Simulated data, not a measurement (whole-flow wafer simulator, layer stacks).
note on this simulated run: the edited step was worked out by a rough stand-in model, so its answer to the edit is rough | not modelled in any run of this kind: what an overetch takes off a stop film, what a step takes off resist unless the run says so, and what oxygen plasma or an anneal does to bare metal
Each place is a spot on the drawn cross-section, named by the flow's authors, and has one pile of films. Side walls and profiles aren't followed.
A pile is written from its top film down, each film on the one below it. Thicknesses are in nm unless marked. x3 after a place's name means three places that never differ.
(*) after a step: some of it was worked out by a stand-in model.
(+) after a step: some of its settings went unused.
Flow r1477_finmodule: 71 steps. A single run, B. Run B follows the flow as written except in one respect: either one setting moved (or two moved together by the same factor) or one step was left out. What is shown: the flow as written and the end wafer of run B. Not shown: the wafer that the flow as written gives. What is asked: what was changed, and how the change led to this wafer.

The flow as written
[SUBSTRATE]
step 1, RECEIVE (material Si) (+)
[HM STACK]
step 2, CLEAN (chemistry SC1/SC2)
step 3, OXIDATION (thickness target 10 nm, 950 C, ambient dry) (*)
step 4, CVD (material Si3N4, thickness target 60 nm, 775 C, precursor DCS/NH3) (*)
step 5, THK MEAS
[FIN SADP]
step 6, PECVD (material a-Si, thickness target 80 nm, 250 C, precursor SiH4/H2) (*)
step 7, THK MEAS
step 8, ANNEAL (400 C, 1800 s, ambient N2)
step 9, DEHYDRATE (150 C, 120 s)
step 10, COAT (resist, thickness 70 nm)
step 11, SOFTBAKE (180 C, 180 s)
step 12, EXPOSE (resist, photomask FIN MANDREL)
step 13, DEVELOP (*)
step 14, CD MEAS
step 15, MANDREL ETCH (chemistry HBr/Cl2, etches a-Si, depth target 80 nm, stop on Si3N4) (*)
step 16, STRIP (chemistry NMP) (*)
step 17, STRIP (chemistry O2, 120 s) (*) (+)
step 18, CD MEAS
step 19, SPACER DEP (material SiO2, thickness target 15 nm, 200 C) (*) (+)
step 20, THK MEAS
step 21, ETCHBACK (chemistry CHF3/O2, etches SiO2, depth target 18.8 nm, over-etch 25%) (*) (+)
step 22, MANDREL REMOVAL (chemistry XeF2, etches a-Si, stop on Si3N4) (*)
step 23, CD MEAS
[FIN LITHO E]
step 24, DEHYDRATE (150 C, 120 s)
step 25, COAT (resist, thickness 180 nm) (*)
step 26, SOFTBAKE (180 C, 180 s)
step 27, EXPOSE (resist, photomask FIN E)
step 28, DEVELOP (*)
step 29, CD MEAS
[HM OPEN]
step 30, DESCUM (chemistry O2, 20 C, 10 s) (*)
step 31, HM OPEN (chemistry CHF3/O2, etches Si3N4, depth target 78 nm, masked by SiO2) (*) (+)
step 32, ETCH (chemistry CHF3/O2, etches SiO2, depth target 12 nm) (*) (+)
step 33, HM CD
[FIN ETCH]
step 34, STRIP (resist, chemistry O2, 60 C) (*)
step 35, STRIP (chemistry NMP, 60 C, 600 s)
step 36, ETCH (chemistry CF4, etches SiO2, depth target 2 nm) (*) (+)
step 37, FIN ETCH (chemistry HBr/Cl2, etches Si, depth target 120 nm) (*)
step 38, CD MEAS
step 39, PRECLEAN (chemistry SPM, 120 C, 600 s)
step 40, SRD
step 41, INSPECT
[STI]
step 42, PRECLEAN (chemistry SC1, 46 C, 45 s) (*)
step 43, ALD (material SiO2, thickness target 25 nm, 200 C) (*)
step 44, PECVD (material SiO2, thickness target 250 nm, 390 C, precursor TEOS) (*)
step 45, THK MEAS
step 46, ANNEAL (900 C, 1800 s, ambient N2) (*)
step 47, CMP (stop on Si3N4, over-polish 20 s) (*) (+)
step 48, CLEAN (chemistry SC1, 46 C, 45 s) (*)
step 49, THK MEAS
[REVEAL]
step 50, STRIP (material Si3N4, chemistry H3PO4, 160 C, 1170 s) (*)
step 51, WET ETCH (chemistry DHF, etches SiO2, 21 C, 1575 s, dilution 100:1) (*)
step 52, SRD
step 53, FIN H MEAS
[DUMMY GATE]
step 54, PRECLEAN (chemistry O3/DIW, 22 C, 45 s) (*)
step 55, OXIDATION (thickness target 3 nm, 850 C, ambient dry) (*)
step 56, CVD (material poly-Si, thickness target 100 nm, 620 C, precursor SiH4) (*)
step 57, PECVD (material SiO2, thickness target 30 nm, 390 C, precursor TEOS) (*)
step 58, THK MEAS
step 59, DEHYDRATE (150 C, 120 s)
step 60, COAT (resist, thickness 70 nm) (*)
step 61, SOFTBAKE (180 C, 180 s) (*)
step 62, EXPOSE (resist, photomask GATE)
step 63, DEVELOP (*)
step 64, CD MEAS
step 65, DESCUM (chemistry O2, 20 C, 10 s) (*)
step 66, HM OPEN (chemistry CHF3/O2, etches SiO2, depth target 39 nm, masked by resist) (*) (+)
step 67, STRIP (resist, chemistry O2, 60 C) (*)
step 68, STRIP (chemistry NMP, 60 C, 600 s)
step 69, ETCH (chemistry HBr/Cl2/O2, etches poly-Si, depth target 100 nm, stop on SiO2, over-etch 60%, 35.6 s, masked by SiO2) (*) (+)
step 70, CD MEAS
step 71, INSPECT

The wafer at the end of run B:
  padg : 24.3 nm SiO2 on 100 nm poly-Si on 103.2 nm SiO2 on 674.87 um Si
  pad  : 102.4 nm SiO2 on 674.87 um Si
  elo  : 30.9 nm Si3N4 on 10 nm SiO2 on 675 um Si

What caused this: step 69, ETCH: depth target 107.5 nm was run, while the flow as written has depth target 100 nm.

Step by step, how the change led to this:
  step 69, ETCH (chemistry HBr/Cl2/O2, etches poly-Si, depth target 100 nm, stop on SiO2, over-etch 60%, 35.6 s, masked by SiO2) (*) (+)
      elo, e40lo, e100lo, e200lo: -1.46 chemical SiO2 (all of it), -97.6 poly-Si (all of it), -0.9 Si3N4 (in the flow as written it would be: -1.46 chemical SiO2 (all of it), -97.6 poly-Si (all of it), -0.22 Si3N4)
